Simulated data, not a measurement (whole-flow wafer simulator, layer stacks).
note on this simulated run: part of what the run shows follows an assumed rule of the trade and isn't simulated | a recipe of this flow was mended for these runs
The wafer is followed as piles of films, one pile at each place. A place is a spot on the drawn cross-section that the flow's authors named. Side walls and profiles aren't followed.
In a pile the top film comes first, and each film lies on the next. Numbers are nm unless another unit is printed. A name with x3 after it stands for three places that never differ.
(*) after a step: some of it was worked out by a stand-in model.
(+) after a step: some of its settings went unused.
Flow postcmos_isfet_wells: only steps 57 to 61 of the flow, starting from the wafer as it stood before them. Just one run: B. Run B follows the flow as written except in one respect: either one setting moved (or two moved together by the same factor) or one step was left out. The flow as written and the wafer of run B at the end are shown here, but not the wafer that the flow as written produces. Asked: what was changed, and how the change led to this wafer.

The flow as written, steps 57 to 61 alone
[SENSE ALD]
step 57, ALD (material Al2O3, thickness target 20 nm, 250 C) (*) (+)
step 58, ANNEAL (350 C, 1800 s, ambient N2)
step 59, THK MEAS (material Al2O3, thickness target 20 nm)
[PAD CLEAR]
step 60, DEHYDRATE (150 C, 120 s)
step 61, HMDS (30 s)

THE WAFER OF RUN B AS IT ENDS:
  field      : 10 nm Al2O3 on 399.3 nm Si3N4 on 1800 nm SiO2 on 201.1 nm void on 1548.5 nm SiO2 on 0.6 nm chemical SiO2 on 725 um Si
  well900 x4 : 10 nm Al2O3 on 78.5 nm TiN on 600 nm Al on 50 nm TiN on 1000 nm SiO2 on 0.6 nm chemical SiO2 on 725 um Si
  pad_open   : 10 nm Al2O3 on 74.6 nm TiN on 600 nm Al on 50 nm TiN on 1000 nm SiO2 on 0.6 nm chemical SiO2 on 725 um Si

What caused this: step 57, ALD: thickness target 10 nm was run, while the flow as written has thickness target 20 nm.
The wafer lets one read it off: field has Al2O3 10, and step 57 as written asks for 20 nm.

Step by step, how the change led to this:
  step 57, ALD (material Al2O3, thickness target 20 nm, 250 C) (*) (+)
      field, margin x3, well900 x4, pad_open: +10 Al2O3 (new film) (as written it would have been: +20 Al2O3 (new film))
